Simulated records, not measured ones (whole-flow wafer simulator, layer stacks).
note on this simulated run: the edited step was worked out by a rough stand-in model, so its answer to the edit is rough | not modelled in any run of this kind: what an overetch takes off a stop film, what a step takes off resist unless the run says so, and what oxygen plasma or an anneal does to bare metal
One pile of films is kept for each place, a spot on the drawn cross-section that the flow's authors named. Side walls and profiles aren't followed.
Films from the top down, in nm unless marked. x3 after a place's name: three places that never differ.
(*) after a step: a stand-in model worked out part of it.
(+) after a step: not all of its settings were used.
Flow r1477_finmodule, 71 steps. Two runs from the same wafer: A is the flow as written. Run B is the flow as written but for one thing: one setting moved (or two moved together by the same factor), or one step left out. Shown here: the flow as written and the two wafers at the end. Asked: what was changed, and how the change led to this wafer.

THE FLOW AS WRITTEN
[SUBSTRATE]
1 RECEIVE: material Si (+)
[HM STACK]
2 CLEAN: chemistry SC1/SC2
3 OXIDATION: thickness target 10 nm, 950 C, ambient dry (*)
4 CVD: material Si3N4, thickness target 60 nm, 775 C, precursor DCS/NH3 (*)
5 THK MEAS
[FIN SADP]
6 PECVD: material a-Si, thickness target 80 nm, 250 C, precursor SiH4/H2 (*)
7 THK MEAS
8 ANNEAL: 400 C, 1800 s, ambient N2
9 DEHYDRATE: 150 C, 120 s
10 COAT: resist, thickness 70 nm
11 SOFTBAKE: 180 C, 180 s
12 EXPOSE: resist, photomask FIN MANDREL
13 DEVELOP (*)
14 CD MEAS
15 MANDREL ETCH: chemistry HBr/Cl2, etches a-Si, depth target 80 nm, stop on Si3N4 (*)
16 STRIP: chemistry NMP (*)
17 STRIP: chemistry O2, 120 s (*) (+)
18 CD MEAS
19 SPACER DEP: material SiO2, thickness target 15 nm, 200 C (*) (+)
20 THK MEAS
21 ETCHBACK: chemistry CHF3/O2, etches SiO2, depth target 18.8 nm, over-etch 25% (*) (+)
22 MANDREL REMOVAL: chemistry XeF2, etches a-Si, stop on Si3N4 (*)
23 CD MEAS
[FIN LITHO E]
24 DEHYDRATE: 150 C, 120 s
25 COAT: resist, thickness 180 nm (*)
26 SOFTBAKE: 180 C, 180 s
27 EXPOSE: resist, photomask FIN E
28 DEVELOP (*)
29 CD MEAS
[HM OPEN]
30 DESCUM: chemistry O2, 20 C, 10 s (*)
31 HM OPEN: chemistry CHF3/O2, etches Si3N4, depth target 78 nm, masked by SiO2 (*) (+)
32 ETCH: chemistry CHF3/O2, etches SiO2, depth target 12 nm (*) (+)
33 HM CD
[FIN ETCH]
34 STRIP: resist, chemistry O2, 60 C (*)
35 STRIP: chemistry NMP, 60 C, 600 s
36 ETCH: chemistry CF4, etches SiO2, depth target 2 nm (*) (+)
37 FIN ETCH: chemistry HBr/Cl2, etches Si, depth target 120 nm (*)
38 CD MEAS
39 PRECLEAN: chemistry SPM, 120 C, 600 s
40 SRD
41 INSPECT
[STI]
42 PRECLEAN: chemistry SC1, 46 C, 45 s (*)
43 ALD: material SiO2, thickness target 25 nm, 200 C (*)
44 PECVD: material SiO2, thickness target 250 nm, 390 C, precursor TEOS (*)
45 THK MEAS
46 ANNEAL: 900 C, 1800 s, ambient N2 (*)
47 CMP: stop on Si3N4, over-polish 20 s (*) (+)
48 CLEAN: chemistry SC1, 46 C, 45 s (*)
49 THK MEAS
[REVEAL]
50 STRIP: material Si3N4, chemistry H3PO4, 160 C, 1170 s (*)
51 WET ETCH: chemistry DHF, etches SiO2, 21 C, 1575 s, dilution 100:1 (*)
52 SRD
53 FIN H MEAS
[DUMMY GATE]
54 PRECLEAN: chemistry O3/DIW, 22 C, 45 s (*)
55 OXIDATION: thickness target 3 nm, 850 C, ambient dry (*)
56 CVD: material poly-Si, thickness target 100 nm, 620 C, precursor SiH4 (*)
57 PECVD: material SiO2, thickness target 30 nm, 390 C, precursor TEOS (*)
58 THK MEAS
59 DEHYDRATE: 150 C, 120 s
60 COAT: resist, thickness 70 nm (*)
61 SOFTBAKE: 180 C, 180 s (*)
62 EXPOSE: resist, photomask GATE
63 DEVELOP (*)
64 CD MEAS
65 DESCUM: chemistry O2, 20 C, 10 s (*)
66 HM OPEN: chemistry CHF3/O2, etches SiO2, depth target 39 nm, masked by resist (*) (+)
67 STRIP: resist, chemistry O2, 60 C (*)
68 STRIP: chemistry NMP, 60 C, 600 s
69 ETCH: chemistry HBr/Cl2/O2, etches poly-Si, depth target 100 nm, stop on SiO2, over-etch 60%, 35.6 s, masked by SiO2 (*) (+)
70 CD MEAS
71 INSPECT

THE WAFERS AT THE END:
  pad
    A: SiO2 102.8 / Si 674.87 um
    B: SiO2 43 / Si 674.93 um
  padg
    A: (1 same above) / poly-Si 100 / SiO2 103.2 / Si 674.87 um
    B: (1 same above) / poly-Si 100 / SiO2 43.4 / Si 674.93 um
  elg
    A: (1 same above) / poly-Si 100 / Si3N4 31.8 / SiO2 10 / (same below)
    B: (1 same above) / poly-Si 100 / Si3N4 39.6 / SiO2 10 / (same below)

The cause: step 37, FIN ETCH: depth target 60 nm was run, where the flow has depth target 120 nm.

How the change led to this, step by step:
  37 FIN ETCH: chemistry HBr/Cl2, etches Si, depth target 120 nm (*)
      pad, padg, esg and 19 more: A Si -120 | B Si -60
      elg, e40lg, e100lg, e200lg, elo, e40lo, e100lo, e200lo: A Si3N4 -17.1 | B Si3N4 -8.57
      (and at 6 more places)
  43 ALD: material SiO2, thickness target 25 nm, 200 C (*)
      s40cg, s45cg, s50cg, s40co, s45co, s50co: A SiO2 +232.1 (new film) | B SiO2 +176.7 (new film)
      esg: A SiO2 +194.3 (new film) | B SiO2 +142.8 (new film)
  47 CMP: stop on Si3N4, over-polish 20 s (*) (+)
      pad, padg, e40sg and 11 more: A SiO2 -71.8 | B SiO2 -131.8
      elg, esg, e40lg and 6 more: A SiO2 -241.6 | B SiO2 -250.2
      (and at 1 more place)
  51 WET ETCH: chemistry DHF, etches SiO2, 21 C, 1575 s, dilution 100:1 (*)
      elg, e40lg, e100lg, e200lg, elo, e40lo, e100lo, e200lo: A SiO2 -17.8 (all of it), Si3N4 -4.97 | B SiO2 -9.28 (all of it), Si3N4 -5.66
  56 CVD: material poly-Si, thickness target 100 nm, 620 C, precursor SiH4 (*)
      esg: A poly-Si +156 (new film) | B poly-Si +163.8 (new film)
  60 COAT: resist, thickness 70 nm (*)
      e40sg, eso, e40so: A resist +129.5 (new film) | B resist +136.9 (new film)
      e100sg, e100so: A resist +129.4 (new film) | B resist +136.8 (new film)
      (and at 2 more places)
  63 DEVELOP (*)
      eso, e40so: A resist -129.5 (all of it) | B resist -136.9 (all of it)
      e100so: A resist -129.4 (all of it) | B resist -136.8 (all of it)
      (and at 1 more place)
  67 STRIP: resist, chemistry O2, 60 C (*)
      e40sg: A resist -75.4 (all of it) | B resist -82.7 (all of it)
      e100sg: A resist -75.3 (all of it) | B resist -82.7 (all of it)
      (and at 1 more place)
